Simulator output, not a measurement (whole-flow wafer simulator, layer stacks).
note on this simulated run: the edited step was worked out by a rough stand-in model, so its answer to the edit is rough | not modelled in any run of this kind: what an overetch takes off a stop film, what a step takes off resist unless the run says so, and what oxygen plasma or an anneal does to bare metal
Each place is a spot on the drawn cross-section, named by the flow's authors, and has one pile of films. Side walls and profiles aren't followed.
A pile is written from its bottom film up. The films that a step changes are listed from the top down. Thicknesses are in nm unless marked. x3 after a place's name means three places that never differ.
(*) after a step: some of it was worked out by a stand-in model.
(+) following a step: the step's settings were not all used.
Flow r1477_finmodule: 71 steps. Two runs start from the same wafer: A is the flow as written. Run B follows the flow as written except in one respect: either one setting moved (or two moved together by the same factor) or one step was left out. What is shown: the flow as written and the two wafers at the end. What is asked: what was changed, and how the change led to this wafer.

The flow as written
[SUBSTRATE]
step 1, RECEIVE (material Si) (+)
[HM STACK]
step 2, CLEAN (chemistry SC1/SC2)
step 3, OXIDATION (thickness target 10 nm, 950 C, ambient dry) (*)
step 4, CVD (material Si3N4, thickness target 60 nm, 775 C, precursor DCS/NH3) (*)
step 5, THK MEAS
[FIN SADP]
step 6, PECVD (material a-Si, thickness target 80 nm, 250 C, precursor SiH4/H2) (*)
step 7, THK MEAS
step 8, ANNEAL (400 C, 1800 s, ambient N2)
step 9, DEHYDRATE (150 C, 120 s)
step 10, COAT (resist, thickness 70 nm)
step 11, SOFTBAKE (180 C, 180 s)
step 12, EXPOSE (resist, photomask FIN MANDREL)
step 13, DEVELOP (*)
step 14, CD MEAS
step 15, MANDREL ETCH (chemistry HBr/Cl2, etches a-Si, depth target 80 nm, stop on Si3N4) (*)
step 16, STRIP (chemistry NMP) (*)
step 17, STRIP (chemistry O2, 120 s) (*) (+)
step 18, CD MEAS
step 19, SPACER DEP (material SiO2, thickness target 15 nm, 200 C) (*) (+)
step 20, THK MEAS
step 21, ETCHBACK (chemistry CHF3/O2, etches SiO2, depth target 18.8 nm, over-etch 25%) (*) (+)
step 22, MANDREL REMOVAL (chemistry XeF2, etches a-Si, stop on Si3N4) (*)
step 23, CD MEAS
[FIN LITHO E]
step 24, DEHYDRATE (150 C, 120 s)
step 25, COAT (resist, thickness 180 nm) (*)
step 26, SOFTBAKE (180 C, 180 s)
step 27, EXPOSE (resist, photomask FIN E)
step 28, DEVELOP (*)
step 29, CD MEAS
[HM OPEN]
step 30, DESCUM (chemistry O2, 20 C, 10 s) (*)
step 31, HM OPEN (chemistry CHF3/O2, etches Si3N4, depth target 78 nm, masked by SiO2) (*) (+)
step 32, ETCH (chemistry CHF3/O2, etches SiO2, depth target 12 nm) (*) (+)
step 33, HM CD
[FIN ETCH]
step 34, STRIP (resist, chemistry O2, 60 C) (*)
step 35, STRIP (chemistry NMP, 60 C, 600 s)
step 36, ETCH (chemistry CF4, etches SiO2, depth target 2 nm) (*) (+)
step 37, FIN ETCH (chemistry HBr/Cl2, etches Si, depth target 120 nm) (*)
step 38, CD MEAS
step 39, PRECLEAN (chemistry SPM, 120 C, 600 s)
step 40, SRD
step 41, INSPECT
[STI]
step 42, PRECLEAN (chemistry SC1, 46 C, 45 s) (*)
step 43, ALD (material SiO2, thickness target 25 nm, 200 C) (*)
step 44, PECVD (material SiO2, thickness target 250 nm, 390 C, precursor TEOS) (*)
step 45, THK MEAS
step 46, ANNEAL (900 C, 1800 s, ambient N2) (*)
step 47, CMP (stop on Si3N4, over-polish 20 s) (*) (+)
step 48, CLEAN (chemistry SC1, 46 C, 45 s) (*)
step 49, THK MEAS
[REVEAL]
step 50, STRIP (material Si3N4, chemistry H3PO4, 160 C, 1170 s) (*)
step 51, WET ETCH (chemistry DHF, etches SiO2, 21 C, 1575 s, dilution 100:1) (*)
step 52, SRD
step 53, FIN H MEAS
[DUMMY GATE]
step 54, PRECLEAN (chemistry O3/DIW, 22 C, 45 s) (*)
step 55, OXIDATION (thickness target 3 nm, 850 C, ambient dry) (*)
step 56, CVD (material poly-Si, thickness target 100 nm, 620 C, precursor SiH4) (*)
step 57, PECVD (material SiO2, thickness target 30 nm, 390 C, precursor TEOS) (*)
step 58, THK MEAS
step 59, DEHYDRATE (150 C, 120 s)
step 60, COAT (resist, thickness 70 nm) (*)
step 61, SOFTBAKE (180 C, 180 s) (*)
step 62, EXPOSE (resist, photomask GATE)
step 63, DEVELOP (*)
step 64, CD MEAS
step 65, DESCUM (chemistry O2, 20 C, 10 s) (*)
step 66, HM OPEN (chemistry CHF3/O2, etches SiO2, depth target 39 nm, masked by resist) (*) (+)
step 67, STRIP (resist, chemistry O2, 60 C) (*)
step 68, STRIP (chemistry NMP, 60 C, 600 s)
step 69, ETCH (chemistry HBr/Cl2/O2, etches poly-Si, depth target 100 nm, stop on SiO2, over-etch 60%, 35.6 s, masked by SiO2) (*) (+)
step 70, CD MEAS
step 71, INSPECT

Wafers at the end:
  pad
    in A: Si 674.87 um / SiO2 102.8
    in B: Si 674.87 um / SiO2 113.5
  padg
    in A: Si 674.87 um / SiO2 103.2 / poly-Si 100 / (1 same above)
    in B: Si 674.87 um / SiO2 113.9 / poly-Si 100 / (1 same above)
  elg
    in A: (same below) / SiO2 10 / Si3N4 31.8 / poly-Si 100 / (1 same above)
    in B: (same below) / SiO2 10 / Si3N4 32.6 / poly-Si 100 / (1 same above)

What caused this: step 51, WET ETCH: 1378 s was run, while the flow as written has 1575 s.

Step by step, how the change led to this:
  step 51, WET ETCH (chemistry DHF, etches SiO2, 21 C, 1575 s, dilution 100:1) (*)
      pad, padg, e40sg and 12 more: A -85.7 SiO2 | B -75 SiO2
      elg, e40lg, e100lg, e200lg, elo, e40lo, e100lo, e200lo: A -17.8 SiO2 (all of it), -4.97 Si3N4 | B -17.8 SiO2 (all of it), -4.17 Si3N4
      (as well as at 7 more places)
  step 56, CVD (material poly-Si, thickness target 100 nm, 620 C, precursor SiH4) (*)
      s40cg, s40co: A +113.9 poly-Si (new film) | B +104 poly-Si (new film)
      s45cg, s45co: A +113.4 poly-Si (new film) | B +103.5 poly-Si (new film)
      (as well as at 3 more places)
  step 60, COAT (resist, thickness 70 nm) (*)
      e40sg, eso, e40so: A +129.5 resist (new film) | B +120.1 resist (new film)
      e100sg, e100so: A +129.4 resist (new film) | B +120 resist (new film)
      (as well as at 8 more places)
  step 63, DEVELOP (*)
      eso, e40so: A -129.5 resist (all of it) | B -120.1 resist (all of it)
      e100so: A -129.4 resist (all of it) | B -120 resist (all of it)
      (as well as at 4 more places)
  step 67, STRIP (resist, chemistry O2, 60 C) (*)
      e40sg: A -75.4 resist (all of it) | B -66 resist (all of it)
      e100sg: A -75.3 resist (all of it) | B -65.9 resist (all of it)
      (as well as at 4 more places)
  step 69, ETCH (chemistry HBr/Cl2/O2, etches poly-Si, depth target 100 nm, stop on SiO2, over-etch 60%, 35.6 s, masked by SiO2) (*) (+)
      s40co: A -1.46 chemical SiO2 (all of it), -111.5 poly-Si (all of it), -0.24 SiO2 | B -1.41 chemical SiO2 (all of it), -101.6 poly-Si (all of it), -0.29 SiO2
      s45co: A -1.46 chemical SiO2 (all of it), -110.9 poly-Si (all of it), -0.25 SiO2 | B -1.41 chemical SiO2 (all of it), -101.1 poly-Si (all of it), -0.29 SiO2
      (as well as at 1 more place)
